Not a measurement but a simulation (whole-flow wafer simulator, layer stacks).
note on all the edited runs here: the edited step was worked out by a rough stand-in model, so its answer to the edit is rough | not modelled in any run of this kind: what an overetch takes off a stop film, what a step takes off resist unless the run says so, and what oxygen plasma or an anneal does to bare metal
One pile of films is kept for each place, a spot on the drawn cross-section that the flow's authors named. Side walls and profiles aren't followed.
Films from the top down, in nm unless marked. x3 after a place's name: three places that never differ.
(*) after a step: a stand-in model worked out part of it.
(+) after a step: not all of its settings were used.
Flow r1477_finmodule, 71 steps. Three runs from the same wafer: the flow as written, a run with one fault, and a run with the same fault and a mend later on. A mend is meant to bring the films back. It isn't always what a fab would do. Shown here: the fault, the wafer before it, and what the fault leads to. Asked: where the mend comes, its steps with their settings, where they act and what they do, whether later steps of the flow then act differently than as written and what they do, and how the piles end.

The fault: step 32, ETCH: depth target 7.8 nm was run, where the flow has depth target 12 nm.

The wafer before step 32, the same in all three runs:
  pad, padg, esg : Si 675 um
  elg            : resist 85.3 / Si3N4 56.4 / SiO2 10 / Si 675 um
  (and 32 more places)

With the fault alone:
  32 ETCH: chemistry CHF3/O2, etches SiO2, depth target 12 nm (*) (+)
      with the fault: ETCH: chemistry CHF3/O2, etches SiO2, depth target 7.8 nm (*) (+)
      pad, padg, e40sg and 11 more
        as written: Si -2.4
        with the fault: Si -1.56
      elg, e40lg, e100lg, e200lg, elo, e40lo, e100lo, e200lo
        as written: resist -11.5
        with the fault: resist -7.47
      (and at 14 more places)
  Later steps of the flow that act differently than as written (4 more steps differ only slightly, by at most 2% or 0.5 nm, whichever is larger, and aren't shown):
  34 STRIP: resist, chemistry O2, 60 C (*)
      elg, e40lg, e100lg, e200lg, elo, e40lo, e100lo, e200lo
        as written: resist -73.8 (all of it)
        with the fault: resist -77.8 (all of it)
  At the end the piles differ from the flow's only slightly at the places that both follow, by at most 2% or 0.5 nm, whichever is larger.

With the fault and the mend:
  The mend comes after step 32.
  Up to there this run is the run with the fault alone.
  32a ETCH: chemistry CHF3/O2, etches SiO2, depth target 4.2 nm (*) (the flow's step 32 once more, with other settings)
      pad, padg, e40sg and 11 more
        Si -0.84
      elg, e40lg, e100lg, e200lg, elo, e40lo, e100lo, e200lo
        resist -4.03
      s40sg_line, s45sg_line, s50sg_line, s40so_line, s45so_line, s50so_line
        SiO2 -4.2
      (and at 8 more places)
  No later step of the flow acts differently than as written, at any place that is followed, by more than 2% or 0.5 nm, whichever is larger.
  At the end the piles differ from the flow's only slightly at the places that both follow, by at most 2% or 0.5 nm, whichever is larger.
